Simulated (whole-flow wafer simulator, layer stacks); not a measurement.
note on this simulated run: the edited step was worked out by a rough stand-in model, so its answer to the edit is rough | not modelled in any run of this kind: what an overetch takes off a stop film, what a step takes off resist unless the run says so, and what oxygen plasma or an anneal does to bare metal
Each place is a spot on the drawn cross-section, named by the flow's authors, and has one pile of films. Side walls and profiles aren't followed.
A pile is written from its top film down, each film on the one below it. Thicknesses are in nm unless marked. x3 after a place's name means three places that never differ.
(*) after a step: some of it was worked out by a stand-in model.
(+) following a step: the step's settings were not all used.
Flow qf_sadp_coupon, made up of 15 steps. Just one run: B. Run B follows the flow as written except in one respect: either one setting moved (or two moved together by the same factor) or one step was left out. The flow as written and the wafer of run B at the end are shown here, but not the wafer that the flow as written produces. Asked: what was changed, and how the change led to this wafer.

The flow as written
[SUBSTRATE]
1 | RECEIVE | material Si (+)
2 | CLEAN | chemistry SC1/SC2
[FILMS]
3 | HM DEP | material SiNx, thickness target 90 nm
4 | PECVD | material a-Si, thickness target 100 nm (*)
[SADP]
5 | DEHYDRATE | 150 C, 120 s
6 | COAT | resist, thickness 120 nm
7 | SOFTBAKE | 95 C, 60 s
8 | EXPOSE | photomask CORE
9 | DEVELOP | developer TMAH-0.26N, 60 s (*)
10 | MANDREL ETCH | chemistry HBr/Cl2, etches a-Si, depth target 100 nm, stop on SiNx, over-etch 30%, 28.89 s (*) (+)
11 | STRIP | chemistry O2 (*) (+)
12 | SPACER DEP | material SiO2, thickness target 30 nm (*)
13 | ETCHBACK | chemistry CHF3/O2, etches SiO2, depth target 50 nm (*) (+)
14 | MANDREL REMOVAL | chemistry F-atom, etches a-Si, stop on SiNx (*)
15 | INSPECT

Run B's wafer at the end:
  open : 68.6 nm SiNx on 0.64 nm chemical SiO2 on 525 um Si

What caused this: step 4, PECVD: thickness target 113.7 nm was run, though the flow has thickness target 100 nm.

Step by step, how the change led to this:
  4 | PECVD | material a-Si, thickness target 100 nm (*)
      m, open: a-Si gains 113.7 (new film) (in the flow as written it would be: a-Si gains 100 (new film))
  10 | MANDREL ETCH | chemistry HBr/Cl2, etches a-Si, depth target 100 nm, stop on SiNx, over-etch 30%, 28.89 s (*) (+)
      open: a-Si loses 113.7 (all of it), SiNx loses 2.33 (in the flow as written it would be: a-Si loses 100 (all of it), SiNx loses 4.29)
  14 | MANDREL REMOVAL | chemistry F-atom, etches a-Si, stop on SiNx (*)
      m: a-Si loses 109.5 (all of it) (in the flow as written it would be: a-Si loses 95.8 (all of it))
